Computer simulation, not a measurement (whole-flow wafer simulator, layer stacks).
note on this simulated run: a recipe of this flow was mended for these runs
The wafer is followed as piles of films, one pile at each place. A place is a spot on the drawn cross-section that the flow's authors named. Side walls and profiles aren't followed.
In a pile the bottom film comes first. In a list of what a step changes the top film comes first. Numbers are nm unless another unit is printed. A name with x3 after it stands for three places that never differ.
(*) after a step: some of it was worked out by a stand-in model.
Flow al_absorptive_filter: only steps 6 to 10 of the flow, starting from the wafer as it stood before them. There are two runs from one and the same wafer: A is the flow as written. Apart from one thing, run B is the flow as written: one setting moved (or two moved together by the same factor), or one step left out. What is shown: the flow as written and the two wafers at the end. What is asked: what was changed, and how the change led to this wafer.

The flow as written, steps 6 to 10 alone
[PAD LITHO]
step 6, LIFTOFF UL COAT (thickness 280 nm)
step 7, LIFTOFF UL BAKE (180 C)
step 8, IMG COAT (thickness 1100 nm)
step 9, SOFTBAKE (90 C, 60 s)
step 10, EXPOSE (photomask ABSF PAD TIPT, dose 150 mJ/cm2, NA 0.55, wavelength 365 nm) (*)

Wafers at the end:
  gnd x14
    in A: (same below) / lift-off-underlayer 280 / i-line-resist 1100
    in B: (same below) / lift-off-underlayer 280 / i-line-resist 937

Cause: step 8, IMG COAT: thickness 937 nm was run, while the flow as written has thickness 1100 nm.
The wafer itself shows it: gnd x14 has i-line-resist 937, and step 8 as written asks for 1100 nm.

Step by step, how the change led to this:
  step 8, IMG COAT (thickness 1100 nm)
      gnd x14: A +1100 i-line-resist (new film) | B +937 i-line-resist (new film)
